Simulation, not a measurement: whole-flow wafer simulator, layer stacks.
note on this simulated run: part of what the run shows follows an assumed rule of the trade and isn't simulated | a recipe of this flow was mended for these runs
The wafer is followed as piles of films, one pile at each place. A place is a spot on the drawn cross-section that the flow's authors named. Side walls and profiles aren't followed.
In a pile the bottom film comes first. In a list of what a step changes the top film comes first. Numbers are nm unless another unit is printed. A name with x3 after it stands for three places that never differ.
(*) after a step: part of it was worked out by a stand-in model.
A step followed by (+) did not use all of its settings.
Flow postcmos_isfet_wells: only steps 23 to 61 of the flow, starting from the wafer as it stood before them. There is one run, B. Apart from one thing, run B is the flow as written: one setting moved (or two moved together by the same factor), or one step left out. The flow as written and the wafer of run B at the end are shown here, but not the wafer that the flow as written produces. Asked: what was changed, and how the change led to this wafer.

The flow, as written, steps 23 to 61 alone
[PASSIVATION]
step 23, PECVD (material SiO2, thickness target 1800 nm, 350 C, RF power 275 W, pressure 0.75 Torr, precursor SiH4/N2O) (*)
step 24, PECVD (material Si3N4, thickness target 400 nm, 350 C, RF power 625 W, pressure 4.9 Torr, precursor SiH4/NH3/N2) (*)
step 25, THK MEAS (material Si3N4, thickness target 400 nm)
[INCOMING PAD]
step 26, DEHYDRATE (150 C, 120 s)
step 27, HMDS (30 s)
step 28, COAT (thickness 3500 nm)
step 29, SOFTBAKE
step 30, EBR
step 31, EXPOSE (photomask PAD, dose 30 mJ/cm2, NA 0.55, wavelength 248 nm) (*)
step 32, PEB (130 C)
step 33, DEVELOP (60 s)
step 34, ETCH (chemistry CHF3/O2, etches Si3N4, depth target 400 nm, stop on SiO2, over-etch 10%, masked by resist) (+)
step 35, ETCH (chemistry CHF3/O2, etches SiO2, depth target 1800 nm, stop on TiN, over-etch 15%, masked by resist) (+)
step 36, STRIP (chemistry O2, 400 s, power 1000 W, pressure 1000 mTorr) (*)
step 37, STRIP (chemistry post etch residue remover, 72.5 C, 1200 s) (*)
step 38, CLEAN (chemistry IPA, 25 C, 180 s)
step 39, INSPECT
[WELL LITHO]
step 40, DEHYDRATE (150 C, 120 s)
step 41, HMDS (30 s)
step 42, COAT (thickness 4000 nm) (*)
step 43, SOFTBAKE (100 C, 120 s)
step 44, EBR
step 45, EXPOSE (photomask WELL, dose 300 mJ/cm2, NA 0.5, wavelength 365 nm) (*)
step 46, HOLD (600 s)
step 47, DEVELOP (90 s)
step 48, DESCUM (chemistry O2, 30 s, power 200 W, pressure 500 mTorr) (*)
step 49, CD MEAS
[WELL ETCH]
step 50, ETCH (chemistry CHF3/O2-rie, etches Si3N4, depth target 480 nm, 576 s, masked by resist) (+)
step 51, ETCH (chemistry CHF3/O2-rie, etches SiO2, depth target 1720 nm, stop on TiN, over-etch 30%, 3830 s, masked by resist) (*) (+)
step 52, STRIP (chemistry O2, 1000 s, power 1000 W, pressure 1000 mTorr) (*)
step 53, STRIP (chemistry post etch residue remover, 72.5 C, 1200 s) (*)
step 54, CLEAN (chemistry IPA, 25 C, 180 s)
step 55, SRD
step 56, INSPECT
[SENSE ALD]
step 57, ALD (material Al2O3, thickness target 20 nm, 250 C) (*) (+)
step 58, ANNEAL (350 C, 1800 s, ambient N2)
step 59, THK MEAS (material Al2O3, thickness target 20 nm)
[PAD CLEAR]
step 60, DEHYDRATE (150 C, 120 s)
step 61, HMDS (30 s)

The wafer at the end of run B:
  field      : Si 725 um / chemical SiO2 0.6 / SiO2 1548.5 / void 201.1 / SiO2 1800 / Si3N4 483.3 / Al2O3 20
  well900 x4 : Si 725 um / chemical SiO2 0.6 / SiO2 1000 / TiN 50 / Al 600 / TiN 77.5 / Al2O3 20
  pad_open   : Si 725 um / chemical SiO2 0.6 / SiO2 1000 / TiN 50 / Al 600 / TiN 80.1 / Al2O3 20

The reason: step 24, PECVD: thickness target 484 nm was run, while the flow as written has thickness target 400 nm.

How this came from the change, step by step:
  step 24, PECVD (material Si3N4, thickness target 400 nm, 350 C, RF power 625 W, pressure 4.9 Torr, precursor SiH4/NH3/N2) (*)
      field, margin x2, well900 x4, pad_clr, pad_open: +484 Si3N4 (new film) (in the flow as written it would be: +400 Si3N4 (new film))
  step 34, ETCH (chemistry CHF3/O2, etches Si3N4, depth target 400 nm, stop on SiO2, over-etch 10%, masked by resist) (+)
      pad_open: -440 Si3N4 (in the flow as written it would be: -400 Si3N4 (all of it), -20 SiO2)
  step 35, ETCH (chemistry CHF3/O2, etches SiO2, depth target 1800 nm, stop on TiN, over-etch 15%, masked by resist) (+)
      pad_open: -44 Si3N4 (all of it), -1800 SiO2 (all of it), -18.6 TiN (in the flow as written it would be: -1780 SiO2 (all of it), -24.2 TiN)
  step 43, SOFTBAKE (100 C, 120 s)
      pad_clr: -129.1 thick-g/i-line-resist (in the flow as written it would be: -123 thick-g/i-line-resist)
      pad_open: +75 thick-g/i-line-resist (in the flow as written it would be: +73 thick-g/i-line-resist)
  step 50, ETCH (chemistry CHF3/O2-rie, etches Si3N4, depth target 480 nm, 576 s, masked by resist) (+)
      well900 x4: -480 Si3N4 (in the flow as written it would be: -399.6 Si3N4 (all of it), -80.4 SiO2)
  step 51, ETCH (chemistry CHF3/O2-rie, etches SiO2, depth target 1720 nm, stop on TiN, over-etch 30%, 3830 s, masked by resist) (*) (+)
      well900 x4: -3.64 Si3N4 (all of it), -1800 SiO2 (all of it), -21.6 TiN (in the flow as written it would be: -1719.6 SiO2 (all of it), -20.6 TiN)
